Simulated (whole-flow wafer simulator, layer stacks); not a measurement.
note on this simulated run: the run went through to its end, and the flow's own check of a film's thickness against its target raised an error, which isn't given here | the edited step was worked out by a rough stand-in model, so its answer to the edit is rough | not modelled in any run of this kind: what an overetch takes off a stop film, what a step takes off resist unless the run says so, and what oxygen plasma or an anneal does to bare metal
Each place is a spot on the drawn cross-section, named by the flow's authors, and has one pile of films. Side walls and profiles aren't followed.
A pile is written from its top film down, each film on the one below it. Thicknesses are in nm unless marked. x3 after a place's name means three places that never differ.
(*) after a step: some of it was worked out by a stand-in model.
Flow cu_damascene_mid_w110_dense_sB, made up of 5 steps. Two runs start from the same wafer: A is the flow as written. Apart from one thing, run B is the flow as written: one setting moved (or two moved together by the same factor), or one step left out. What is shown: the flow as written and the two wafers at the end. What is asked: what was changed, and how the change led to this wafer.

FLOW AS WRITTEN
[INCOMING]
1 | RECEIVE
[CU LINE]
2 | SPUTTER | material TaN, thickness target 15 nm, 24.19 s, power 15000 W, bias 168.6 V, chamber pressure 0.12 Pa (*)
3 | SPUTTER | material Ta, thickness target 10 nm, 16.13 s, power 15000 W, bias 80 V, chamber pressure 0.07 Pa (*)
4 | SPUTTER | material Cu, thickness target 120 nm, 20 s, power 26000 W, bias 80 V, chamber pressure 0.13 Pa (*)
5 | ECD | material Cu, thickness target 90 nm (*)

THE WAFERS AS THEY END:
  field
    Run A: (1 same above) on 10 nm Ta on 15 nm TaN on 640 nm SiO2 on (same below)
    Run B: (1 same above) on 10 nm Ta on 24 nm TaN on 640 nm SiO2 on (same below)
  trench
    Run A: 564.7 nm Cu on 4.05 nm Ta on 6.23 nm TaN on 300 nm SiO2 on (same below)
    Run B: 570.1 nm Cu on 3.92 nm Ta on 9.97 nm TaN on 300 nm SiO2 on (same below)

What caused this: step 2, SPUTTER: thickness target 24 nm was run, whereas the flow has thickness target 15 nm.
The wafer itself shows it: field has TaN 24, and step 2 as written asks for 15 nm.

Step by step, how the change led to this:
  2 | SPUTTER | material TaN, thickness target 15 nm, 24.19 s, power 15000 W, bias 168.6 V, chamber pressure 0.12 Pa (*)
      field: A +15 TaN (new film) | B +24 TaN (new film)
      trench: A +6.23 TaN (new film) | B +9.97 TaN (new film)
  4 | SPUTTER | material Cu, thickness target 120 nm, 20 s, power 26000 W, bias 80 V, chamber pressure 0.13 Pa (*)
      trench: A +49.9 Cu (new film) | B +48.7 Cu (new film)
